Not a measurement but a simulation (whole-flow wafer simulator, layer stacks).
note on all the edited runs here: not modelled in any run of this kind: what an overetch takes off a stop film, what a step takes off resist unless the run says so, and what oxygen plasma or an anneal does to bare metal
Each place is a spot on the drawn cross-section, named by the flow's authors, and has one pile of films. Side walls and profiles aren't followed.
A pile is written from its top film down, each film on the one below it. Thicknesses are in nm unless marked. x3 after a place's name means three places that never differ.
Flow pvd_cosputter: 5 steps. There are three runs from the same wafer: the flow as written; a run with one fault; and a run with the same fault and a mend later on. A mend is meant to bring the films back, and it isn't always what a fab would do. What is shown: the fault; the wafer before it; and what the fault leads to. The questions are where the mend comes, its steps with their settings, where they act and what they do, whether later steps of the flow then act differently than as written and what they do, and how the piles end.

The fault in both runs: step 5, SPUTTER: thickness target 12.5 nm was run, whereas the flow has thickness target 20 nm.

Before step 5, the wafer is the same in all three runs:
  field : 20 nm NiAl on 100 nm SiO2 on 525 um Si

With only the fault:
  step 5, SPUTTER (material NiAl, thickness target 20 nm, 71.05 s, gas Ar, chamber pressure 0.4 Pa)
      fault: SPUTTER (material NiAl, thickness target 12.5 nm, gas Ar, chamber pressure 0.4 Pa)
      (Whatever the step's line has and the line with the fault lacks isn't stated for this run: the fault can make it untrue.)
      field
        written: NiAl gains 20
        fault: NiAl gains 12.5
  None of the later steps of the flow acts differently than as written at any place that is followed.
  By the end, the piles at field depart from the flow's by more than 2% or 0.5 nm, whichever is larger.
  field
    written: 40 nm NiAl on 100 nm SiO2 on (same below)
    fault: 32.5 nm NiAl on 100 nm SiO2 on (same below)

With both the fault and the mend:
  After step 5 comes the mend.
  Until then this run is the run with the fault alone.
  step 5a, SPUTTER (material NiAl, thickness target 7.5 nm, gas Ar, chamber pressure 0.4 Pa) (the flow's step 5, run once more with other settings)
      field
        NiAl gains 7.5
  None of the later steps of the flow acts differently than as written at any place that is followed.
  The piles end the same as the flow's at every place that both follow.
